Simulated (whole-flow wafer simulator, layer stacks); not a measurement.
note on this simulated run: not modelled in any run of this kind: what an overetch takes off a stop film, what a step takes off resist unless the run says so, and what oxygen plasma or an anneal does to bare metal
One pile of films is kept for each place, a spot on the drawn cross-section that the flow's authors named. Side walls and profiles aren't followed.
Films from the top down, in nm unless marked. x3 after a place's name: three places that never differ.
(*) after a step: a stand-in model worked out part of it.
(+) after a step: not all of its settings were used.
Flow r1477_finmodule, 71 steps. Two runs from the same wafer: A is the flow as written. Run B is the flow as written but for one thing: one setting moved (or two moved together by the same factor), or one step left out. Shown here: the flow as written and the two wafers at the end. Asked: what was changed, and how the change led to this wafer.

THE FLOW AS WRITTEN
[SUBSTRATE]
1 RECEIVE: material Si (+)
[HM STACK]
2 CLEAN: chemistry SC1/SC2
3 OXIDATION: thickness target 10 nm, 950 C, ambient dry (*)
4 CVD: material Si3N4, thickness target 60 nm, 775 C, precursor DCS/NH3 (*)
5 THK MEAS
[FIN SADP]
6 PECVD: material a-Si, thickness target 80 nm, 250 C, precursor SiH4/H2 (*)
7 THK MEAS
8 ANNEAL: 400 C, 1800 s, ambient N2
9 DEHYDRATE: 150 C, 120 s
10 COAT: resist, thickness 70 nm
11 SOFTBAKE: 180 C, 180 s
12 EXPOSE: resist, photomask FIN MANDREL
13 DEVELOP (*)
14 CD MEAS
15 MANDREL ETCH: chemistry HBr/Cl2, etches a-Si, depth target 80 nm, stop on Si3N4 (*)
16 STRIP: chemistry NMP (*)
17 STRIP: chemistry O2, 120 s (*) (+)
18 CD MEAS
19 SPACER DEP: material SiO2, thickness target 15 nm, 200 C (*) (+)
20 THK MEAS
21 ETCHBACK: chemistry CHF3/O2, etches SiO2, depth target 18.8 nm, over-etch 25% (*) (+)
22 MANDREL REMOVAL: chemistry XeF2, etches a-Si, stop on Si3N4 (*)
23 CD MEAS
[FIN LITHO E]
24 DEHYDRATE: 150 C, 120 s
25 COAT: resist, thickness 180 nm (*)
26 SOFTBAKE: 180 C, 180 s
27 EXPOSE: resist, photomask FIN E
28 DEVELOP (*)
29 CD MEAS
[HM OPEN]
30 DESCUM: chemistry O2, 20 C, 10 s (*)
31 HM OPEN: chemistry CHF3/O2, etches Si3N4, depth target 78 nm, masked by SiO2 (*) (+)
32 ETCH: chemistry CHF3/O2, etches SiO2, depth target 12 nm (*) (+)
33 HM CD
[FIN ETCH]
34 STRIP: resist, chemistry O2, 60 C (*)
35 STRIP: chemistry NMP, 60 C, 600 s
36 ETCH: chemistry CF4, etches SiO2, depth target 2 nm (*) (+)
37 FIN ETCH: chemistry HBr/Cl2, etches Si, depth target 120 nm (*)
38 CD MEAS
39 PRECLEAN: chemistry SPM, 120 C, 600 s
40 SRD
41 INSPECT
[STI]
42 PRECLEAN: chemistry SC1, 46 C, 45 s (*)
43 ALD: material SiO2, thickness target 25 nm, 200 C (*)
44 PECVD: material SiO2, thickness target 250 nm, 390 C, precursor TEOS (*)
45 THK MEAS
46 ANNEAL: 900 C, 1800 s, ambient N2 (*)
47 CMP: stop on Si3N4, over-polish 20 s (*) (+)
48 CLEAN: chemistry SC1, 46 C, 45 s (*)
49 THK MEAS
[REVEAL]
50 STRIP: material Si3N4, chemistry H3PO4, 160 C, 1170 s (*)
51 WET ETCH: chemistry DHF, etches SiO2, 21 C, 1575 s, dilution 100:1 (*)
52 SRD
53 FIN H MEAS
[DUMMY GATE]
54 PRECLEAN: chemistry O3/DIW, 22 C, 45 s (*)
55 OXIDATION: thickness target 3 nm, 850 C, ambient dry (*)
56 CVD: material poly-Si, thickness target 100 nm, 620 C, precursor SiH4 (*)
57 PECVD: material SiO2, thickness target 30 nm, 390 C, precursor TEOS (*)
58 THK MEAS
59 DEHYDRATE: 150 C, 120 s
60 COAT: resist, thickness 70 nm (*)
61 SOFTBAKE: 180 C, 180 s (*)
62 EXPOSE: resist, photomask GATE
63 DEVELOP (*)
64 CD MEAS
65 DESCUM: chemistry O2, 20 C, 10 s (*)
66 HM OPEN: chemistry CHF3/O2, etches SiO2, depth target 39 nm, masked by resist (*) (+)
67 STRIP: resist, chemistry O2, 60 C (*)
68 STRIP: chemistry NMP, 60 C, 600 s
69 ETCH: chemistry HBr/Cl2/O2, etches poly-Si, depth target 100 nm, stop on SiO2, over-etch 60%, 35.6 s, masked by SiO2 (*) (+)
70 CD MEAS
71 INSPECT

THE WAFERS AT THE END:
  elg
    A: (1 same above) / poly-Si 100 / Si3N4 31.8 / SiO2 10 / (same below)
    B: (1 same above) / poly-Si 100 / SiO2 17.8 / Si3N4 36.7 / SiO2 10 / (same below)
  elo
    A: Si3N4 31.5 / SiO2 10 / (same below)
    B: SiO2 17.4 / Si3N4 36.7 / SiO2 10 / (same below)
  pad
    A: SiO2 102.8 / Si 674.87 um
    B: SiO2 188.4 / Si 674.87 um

The cause: step 51, WET ETCH: chemistry DHF, etches SiO2, 21 C, 1575 s, dilution 100:1 (*), was left out.

How the change led to this, step by step:
  54 PRECLEAN: chemistry O3/DIW, 22 C, 45 s (*)
      s40sg_line, s45sg_line, s50sg_line, s40so_line, s45so_line, s50so_line: A chemical SiO2 +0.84 (new film), Si -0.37 | B nothing
  55 OXIDATION: thickness target 3 nm, 850 C, ambient dry (*)
      s40sg_line, s45sg_line, s50sg_line, s40so_line, s45so_line, s50so_line: A SiO2 +3 (new film), chemical SiO2 -0.84 (all of it), Si -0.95 | B SiO2 +1.78, Si -0.78
  56 CVD: material poly-Si, thickness target 100 nm, 620 C, precursor SiH4 (*)
      s40sg_line, s45sg_line, s50sg_line, s40so_line, s45so_line, s50so_line: A poly-Si +100 (new film) | B poly-Si +155.1 (new film)
      s40cg, s40co: A poly-Si +113.9 (new film) | B poly-Si +100 (new film)
      (and at 5 more places)
  60 COAT: resist, thickness 70 nm (*)
      e40lg, e100lg, e200lg, elo, e40lo, e100lo, e200lo: A resist +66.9 (new film) | B resist +70.1 (new film)
      s40sg, s45sg, s40so, s45so: A resist +91 (new film) | B resist +70 (new film)
      (and at 17 more places)
  63 DEVELOP (*)
      elo, e40lo, e100lo, e200lo: A resist -66.9 (all of it) | B resist -70.1 (all of it)
      eso, e40so: A resist -129.5 (all of it) | B resist -69.9 (all of it)
      (and at 9 more places)
  67 STRIP: resist, chemistry O2, 60 C (*)
      e40lg, e100lg, e200lg: A resist -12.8 (all of it) | B resist -16 (all of it)
      s40sg, s45sg: A resist -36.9 (all of it) | B resist -15.9 (all of it)
      (and at 10 more places)
  69 ETCH: chemistry HBr/Cl2/O2, etches poly-Si, depth target 100 nm, stop on SiO2, over-etch 60%, 35.6 s, masked by SiO2 (*) (+)
      s40so_line, s45so_line, s50so_line: A chemical SiO2 -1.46 (all of it), poly-Si -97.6 (all of it), SiO2 -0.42 | B chemical SiO2 -1 (all of it), poly-Si -152.9 (all of it)
      s40co: A chemical SiO2 -1.46 (all of it), poly-Si -111.5 (all of it), SiO2 -0.24 | B chemical SiO2 -1 (all of it), poly-Si -97.8 (all of it), SiO2 -0.41
      (and at 2 more places)
